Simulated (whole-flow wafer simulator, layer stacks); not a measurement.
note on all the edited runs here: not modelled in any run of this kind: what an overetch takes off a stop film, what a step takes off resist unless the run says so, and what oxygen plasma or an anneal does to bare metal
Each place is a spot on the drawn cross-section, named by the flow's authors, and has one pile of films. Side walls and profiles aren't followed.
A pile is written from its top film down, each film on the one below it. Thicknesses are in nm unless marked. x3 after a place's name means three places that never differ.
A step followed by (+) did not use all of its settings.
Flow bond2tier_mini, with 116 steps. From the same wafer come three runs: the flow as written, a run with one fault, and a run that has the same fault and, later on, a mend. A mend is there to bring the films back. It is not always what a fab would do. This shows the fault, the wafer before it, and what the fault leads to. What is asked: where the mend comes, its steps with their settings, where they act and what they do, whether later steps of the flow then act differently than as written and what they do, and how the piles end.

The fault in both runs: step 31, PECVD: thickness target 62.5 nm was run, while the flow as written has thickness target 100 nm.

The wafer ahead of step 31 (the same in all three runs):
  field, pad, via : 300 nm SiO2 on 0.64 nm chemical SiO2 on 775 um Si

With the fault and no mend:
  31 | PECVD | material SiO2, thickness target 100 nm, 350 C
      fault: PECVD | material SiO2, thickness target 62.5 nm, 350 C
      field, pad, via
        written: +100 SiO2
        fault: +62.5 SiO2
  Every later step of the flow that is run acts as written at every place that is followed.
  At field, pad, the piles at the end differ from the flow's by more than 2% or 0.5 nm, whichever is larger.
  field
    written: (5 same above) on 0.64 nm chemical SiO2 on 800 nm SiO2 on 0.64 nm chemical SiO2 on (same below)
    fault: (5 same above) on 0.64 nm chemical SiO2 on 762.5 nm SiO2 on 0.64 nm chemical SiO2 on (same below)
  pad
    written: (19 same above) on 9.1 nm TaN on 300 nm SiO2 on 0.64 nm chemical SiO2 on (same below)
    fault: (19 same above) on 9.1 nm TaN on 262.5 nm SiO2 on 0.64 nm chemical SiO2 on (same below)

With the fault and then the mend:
  The mend stands after step 36.
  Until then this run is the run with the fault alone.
  36a | STRIP | chemistry O2, over-ash 100% (+)
      field
        -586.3 KrF resist (all of it)
  36b | PECVD | material SiO2, thickness target 37.5 nm, 350 C (the flow's step 31, run once more with other settings)
      field, pad, via
        +37.5 SiO2
  36c | COAT | KrF resist, thickness 600 nm (the flow's step 32, run once more)
      field, pad, via
        +600 KrF resist (new film)
  36d | SOFTBAKE | KrF resist (the flow's step 33, run once more)
      does not change any film at any place that is followed
  36e | EXPOSE | photomask APAD, NA 0.6 (the flow's step 34, run once more)
      does not change any film at any place that is followed
  36f | PEB | KrF resist (the flow's step 35, run once more)
      does not change any film at any place that is followed
  36g | DEVELOP | developer TMAH-0.26N, 60 s (the flow's step 36, run once more)
      pad, via
        -600 KrF resist (all of it)
      field
        -13.7 KrF resist
  Every later step of the flow that is run acts as written at every place that is followed.
  The piles end the same as the flow's at every place that both follow.
